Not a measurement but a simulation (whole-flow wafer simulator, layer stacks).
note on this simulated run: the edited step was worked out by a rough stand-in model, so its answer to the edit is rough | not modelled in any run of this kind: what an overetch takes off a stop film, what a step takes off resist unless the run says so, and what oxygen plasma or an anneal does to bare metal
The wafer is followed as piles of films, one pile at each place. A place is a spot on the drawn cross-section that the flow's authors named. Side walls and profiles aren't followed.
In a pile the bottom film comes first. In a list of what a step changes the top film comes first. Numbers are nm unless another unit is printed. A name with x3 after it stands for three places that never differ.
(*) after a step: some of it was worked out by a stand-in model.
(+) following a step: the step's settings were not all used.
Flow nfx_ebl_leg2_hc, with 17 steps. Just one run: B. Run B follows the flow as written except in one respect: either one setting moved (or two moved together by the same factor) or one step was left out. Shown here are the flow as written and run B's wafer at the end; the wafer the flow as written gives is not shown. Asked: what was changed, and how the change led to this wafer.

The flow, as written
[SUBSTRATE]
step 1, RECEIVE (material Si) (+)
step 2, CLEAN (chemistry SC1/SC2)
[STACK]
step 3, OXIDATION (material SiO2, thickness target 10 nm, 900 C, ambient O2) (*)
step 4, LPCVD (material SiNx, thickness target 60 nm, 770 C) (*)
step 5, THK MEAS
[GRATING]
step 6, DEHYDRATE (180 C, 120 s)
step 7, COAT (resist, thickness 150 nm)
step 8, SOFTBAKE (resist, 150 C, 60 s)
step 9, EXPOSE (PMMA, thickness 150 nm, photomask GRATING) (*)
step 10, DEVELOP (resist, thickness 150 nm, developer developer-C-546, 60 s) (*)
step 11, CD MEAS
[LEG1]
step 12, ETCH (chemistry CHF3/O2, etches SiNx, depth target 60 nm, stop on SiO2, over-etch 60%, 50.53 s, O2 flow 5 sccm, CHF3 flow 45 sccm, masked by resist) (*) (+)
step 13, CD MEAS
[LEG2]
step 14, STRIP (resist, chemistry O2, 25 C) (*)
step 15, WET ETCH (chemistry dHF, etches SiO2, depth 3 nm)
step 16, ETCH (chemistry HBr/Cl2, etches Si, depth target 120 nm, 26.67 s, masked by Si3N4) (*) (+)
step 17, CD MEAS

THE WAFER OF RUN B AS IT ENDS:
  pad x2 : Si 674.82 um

Cause: step 16, ETCH: depth target 171 nm was run, though the flow has depth target 120 nm.

How this came from the change, step by step:
  step 16, ETCH (chemistry HBr/Cl2, etches Si, depth target 120 nm, 26.67 s, masked by Si3N4) (*) (+)
      pad x2: Si loses 171 (in the flow as written it would be: Si loses 120)
